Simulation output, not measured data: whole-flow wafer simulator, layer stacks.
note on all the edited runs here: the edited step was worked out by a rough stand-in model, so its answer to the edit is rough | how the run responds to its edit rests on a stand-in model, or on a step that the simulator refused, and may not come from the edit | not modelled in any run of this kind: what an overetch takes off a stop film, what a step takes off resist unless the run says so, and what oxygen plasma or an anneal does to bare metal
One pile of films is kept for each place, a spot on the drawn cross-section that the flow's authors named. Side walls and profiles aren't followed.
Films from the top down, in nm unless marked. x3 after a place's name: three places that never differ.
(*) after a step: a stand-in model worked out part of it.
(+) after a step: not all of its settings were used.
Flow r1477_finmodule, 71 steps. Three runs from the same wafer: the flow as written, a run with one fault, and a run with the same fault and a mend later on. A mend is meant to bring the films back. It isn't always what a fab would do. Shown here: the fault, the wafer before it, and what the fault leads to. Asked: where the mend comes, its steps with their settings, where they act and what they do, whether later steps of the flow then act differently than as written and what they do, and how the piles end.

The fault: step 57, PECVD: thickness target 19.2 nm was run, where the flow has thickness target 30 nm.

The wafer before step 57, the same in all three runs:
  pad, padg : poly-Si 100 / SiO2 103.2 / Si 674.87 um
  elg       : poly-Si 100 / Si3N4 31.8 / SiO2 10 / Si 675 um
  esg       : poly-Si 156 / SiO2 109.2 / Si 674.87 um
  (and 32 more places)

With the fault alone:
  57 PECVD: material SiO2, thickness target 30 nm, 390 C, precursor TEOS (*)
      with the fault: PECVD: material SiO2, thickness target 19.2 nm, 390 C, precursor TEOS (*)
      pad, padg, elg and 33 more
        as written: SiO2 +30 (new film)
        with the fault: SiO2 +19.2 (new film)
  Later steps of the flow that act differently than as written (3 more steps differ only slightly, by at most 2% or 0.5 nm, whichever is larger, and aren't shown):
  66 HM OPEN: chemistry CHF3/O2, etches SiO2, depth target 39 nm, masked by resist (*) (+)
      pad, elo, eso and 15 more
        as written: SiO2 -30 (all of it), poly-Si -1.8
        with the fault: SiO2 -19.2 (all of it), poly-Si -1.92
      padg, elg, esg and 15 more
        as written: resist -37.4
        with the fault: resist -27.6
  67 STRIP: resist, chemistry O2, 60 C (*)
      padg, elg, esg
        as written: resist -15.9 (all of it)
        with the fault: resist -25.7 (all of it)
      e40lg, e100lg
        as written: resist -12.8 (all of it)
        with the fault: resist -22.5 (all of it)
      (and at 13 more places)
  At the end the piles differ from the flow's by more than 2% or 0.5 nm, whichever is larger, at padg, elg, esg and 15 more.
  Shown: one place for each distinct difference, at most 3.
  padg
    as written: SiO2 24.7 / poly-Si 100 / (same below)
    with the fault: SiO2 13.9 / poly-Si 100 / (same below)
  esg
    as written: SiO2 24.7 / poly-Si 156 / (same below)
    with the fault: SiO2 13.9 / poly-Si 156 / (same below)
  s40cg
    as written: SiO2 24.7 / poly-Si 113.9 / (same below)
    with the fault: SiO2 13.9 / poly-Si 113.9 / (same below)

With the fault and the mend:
  The mend comes after step 64.
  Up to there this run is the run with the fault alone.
  64a STRIP: resist, chemistry O2, 60 C
      padg, elg, esg
        resist -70 (all of it)
      e40lg, e100lg, e200lg
        resist -66.9 (all of it)
      s40sg, s45sg
        resist -91 (all of it)
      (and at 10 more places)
  64b PECVD: material SiO2, thickness target 10.8 nm, 390 C, precursor TEOS (*) (the flow's step 57 once more, with other settings)
      pad, padg, elg and 33 more
        SiO2 +10.8
  64c COAT: resist, thickness 70 nm (*) (the flow's step 60 once more)
      e40lg, e100lg, e200lg, elo, e40lo, e100lo, e200lo
        resist +66.9 (new film)
      pad, padg, elg, esg
        resist +70 (new film)
      s40sg, s45sg, s40so, s45so
        resist +91 (new film)
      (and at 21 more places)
  64d SOFTBAKE: 180 C, 180 s (*) (the flow's step 61 once more)
      changes no film at any place that is followed
  64e EXPOSE: resist, photomask GATE (the flow's step 62 once more)
      changes no film at any place that is followed
  64f DEVELOP (*) (the flow's step 63 once more)
      elo, e40lo, e100lo, e200lo
        resist -66.9 (all of it)
      eso, e40so
        resist -129.5 (all of it)
      s40so, s45so
        resist -91 (all of it)
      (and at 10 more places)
  No later step of the flow acts differently than as written at any place that is followed.
  At the end the piles are the same as the flow's at every place that both follow.
